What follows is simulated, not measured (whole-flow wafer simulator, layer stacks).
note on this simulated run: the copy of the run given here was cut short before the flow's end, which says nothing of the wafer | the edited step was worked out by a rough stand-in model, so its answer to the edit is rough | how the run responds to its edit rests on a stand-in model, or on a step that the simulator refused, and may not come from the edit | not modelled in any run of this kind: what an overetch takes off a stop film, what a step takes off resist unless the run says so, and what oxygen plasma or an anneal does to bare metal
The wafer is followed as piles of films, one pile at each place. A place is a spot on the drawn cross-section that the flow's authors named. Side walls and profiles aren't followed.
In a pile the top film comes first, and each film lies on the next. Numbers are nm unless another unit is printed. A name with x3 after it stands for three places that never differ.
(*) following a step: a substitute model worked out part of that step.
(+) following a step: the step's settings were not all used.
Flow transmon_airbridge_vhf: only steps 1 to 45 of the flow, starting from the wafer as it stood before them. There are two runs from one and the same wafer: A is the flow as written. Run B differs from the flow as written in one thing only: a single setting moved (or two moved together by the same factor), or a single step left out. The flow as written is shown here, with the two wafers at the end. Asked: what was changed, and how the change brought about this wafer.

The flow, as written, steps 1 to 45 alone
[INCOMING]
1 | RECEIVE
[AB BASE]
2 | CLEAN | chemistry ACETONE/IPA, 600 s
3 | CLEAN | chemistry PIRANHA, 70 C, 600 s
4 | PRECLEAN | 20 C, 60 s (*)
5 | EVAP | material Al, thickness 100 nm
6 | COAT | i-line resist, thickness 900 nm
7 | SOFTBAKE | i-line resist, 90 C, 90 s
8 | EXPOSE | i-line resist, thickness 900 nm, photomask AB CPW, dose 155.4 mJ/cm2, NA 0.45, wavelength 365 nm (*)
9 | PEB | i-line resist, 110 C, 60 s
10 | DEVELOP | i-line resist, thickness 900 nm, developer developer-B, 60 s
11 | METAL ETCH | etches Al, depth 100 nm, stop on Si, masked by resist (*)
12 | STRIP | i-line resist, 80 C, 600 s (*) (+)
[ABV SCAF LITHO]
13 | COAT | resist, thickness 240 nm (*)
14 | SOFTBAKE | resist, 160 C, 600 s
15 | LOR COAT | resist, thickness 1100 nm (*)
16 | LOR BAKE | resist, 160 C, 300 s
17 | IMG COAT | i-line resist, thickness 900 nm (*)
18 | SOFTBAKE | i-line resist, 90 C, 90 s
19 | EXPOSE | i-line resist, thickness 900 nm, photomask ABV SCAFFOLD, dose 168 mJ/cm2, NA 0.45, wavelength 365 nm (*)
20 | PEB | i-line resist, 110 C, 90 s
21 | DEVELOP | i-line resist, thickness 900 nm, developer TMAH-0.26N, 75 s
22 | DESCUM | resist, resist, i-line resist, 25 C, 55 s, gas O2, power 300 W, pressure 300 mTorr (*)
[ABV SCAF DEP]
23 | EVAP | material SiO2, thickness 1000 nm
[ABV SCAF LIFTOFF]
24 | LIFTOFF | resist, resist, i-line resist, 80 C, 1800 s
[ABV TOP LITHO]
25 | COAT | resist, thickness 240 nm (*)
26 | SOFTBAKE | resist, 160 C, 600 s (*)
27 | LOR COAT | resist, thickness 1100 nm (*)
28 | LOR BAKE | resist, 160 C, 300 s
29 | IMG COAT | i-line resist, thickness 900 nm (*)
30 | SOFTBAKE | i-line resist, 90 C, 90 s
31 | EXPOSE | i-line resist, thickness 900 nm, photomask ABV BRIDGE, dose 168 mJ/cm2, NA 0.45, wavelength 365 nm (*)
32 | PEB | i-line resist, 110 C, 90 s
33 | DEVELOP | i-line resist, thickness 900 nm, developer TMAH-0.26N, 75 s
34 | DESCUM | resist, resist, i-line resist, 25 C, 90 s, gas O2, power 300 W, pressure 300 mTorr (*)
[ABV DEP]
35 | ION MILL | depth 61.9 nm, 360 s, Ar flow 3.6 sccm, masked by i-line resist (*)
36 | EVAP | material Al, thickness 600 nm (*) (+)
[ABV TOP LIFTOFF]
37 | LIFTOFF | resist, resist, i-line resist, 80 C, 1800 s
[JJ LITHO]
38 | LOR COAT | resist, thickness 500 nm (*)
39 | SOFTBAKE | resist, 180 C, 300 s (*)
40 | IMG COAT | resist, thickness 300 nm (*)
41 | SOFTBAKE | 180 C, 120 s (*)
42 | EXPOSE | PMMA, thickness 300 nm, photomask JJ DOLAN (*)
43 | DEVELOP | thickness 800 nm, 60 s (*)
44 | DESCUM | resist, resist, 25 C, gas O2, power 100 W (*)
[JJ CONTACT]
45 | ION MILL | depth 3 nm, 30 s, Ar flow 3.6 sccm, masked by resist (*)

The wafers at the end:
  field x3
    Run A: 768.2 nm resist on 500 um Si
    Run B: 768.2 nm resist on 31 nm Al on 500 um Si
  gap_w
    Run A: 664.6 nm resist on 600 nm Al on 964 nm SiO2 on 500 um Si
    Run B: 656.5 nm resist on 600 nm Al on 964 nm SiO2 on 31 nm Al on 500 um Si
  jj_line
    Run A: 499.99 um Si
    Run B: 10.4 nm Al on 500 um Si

The reason: step 11, METAL ETCH: depth 69 nm was run, though the flow has depth 100 nm.

Step by step, how the change led to this:
  11 | METAL ETCH | etches Al, depth 100 nm, stop on Si, masked by resist (*)
      field x3, jj_line, gap_w, gap_e: A -100 Al (all of it) | B -69 Al
      ground_far, pad_w, flank_w and 8 more: A -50 i-line resist | B -34.5 i-line resist
  13 | COAT | resist, thickness 240 nm (*)
      flank_w, flank_e: A +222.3 resist (new film) | B +227.4 resist (new film)
  22 | DESCUM | resist, resist, i-line resist, 25 C, 55 s, gas O2, power 300 W, pressure 300 mTorr (*)
      flank_w, flank_e: A -222.3 resist (all of it) | B -227.4 resist (all of it)
  40 | IMG COAT | resist, thickness 300 nm (*)
      flank_w, flank_e: A +212.1 resist | B +216.5 resist
  45 | ION MILL | depth 3 nm, 30 s, Ar flow 3.6 sccm, masked by resist (*)
      jj_line: A -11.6 Si | B -20.6 Al
Taking metal films that touch as one body, field x3 has 1 body; the flow as written gives 0 bodies.
Taking metal films that touch as one body, gap_w has 2 bodies (between them, from the top down: SiO2 964); the flow as written gives 1 body.
Taking metal films that touch as one body, jj_line has 1 body; the flow as written gives 0 bodies.
